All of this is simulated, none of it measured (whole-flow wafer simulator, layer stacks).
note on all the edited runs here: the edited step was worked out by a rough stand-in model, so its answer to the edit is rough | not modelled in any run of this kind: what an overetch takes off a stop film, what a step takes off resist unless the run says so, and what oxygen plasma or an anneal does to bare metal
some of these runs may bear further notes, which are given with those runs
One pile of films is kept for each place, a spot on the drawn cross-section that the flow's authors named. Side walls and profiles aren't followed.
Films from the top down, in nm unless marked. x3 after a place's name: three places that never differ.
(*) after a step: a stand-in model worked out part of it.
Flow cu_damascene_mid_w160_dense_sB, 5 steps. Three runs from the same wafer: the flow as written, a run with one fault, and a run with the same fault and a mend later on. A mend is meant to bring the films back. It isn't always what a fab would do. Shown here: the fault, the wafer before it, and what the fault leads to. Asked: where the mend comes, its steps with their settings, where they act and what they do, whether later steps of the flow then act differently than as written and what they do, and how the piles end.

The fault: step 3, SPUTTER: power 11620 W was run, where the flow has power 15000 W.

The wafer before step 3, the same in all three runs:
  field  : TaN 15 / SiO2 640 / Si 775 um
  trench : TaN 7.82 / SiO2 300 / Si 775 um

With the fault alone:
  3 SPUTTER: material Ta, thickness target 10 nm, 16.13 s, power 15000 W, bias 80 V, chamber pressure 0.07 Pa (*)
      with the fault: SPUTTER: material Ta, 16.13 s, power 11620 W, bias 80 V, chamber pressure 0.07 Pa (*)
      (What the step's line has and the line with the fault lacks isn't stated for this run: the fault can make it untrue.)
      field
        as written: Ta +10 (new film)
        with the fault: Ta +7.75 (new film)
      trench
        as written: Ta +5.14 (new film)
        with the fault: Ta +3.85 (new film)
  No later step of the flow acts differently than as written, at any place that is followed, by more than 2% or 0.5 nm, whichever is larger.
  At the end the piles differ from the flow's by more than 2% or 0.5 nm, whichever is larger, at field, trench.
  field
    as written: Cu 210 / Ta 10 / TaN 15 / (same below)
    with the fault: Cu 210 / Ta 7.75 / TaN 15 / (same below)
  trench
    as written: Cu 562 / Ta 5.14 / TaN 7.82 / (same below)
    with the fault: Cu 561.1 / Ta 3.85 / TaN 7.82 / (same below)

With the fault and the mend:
  The mend comes after step 3.
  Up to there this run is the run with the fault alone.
  3a SPUTTER: material Ta, thickness target 2.3 nm, 3.719 s, power 15000 W, bias 80 V, chamber pressure 0.07 Pa (*) (the flow's step 3 once more, with other settings)
      field
        Ta +2.3
      trench
        Ta +1.16
  No later step of the flow acts differently than as written, at any place that is followed, by more than 2% or 0.5 nm, whichever is larger.
  At the end the piles differ from the flow's only slightly at the places that both follow, by at most 2% or 0.5 nm, whichever is larger.
